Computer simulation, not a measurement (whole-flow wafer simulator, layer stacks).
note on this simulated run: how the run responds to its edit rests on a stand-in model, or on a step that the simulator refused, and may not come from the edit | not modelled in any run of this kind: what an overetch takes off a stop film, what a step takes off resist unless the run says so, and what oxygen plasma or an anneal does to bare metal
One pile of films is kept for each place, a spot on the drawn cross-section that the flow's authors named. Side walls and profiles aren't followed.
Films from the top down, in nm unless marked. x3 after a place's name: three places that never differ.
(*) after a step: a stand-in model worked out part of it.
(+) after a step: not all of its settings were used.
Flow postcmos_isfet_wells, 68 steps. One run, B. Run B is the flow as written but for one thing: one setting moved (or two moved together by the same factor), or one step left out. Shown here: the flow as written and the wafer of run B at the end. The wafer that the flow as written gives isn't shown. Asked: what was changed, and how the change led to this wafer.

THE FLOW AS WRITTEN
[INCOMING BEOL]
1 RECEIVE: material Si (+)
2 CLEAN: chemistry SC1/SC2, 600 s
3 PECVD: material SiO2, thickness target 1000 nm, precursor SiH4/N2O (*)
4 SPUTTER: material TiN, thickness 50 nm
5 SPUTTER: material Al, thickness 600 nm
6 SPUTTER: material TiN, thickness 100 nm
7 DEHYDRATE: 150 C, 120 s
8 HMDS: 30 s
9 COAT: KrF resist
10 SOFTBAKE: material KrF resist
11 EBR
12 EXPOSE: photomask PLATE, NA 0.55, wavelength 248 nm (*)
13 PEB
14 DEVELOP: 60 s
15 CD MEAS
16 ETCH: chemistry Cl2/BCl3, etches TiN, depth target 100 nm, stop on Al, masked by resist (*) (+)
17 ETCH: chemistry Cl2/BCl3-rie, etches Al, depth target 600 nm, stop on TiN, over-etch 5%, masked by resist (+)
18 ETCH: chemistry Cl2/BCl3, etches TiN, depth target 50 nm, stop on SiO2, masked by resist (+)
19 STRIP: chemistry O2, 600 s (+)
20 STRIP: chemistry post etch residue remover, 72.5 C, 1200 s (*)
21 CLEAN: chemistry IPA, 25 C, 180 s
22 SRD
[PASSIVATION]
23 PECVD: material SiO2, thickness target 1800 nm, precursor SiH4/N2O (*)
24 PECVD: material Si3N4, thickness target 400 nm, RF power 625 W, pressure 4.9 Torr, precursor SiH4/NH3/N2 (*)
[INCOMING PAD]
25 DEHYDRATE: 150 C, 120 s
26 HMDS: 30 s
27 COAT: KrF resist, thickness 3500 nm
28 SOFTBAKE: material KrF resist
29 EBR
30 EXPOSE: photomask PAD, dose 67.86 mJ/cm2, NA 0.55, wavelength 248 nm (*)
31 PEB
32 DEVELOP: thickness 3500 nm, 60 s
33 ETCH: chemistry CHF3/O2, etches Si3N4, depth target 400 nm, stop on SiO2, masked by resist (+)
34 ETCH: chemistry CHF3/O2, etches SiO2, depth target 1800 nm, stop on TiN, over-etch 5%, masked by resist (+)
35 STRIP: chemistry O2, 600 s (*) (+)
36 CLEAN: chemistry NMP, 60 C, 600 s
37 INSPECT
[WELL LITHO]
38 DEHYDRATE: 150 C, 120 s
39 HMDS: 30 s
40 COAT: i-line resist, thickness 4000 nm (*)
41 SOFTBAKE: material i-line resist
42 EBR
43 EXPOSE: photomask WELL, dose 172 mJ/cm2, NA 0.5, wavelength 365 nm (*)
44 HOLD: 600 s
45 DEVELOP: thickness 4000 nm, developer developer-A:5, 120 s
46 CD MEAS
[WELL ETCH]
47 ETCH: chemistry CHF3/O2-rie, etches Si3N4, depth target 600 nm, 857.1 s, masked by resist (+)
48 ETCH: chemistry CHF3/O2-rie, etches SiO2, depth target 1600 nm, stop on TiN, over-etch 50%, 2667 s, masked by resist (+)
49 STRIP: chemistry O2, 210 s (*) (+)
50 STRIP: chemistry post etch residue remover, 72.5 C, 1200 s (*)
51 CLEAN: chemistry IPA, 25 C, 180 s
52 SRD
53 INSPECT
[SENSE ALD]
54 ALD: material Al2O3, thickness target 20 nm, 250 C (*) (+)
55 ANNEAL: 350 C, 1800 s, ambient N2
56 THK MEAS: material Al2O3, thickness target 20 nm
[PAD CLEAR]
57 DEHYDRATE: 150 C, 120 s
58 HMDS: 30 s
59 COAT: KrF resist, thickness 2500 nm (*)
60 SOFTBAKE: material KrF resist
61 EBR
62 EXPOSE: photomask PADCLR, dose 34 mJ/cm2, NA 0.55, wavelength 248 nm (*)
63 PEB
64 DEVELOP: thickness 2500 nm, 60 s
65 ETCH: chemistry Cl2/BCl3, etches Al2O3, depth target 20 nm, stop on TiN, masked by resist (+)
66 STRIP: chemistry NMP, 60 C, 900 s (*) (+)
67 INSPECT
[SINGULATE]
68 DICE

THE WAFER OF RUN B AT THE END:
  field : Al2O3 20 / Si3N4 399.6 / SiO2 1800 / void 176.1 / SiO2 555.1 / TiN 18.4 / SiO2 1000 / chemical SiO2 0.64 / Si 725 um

The cause: step 18, ETCH: depth target 31.2 nm was run, where the flow has depth target 50 nm.

How the change led to this, step by step:
  18 ETCH: chemistry Cl2/BCl3, etches TiN, depth target 50 nm, stop on SiO2, masked by resist (+)
      field: TiN -31.2 (as written it would be: TiN -50 (all of it))
      margin, well900, well1300 x3, pad_rim, pad_clr, pad_open: KrF resist -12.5 (as written it would be: KrF resist -20)
  23 PECVD: material SiO2, thickness target 1800 nm, precursor SiH4/N2O (*)
      field: SiO2 +1800 (new film), void +176.1 (new film), SiO2 +555.1 (new film) (as written it would be: SiO2 +1800 (new film), void +189.9 (new film), SiO2 +559.7)
Counting metal films that touch as one body, field has 1 body; the flow as written gives 0 bodies.
